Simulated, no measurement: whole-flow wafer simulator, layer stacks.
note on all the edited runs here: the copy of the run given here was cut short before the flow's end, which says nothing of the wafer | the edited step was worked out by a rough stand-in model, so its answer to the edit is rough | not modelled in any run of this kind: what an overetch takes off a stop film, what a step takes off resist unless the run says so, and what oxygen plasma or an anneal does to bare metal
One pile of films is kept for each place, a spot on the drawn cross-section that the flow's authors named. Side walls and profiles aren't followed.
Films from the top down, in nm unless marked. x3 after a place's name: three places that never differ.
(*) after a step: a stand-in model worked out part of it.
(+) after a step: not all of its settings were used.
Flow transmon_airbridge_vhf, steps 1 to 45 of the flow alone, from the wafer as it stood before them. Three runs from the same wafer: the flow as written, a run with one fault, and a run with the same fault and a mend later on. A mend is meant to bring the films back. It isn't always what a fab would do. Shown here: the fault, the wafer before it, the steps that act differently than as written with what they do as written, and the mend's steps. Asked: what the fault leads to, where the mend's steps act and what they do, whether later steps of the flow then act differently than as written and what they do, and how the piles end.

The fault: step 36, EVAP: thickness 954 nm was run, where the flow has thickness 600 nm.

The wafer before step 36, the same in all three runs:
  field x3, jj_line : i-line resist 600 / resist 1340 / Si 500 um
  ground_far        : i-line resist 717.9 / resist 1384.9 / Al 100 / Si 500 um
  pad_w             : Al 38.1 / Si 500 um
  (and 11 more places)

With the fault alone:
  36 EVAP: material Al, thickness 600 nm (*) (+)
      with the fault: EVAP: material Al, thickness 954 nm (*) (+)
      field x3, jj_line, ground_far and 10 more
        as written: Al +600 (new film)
        with the fault: Al +954 (new film)
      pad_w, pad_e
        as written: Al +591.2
        with the fault: Al +940.1
  Later steps of the flow that act differently than as written:
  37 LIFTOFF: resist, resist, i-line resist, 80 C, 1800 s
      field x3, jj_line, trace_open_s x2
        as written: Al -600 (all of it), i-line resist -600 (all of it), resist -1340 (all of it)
        with the fault: Al -954 (all of it), i-line resist -600 (all of it), resist -1340 (all of it)
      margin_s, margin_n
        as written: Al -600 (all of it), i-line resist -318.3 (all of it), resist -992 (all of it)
        with the fault: Al -954 (all of it), i-line resist -318.3 (all of it), resist -992 (all of it)
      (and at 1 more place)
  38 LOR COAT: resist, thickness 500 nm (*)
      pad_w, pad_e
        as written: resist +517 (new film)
        with the fault: resist +493.6 (new film)
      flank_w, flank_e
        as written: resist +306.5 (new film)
        with the fault: resist +297.8 (new film)
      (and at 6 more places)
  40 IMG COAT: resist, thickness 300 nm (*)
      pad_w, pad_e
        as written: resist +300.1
        with the fault: resist +285.8
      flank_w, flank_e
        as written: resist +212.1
        with the fault: resist +200.7
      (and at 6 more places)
  At the end the piles differ from the flow's by more than 2% or 0.5 nm, whichever is larger, at pad_w, flank_w, gap_w and 7 more.
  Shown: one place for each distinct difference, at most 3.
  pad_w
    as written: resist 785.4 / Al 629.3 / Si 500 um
    with the fault: resist 747.6 / Al 978.1 / Si 500 um
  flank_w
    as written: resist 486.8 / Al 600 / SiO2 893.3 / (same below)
    with the fault: resist 466.7 / Al 954 / SiO2 893.3 / (same below)
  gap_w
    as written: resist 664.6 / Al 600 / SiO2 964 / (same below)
    with the fault: resist 638.5 / Al 954 / SiO2 964 / (same below)

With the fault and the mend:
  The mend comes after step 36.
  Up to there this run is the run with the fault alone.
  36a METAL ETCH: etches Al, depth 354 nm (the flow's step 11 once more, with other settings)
      field x3, jj_line, ground_far and 12 more
        Al -354
  No later step of the flow acts differently than as written, at any place that is followed, by more than 2% or 0.5 nm, whichever is larger.
  At the end the piles differ from the flow's only slightly at the places that both follow, by at most 2% or 0.5 nm, whichever is larger.
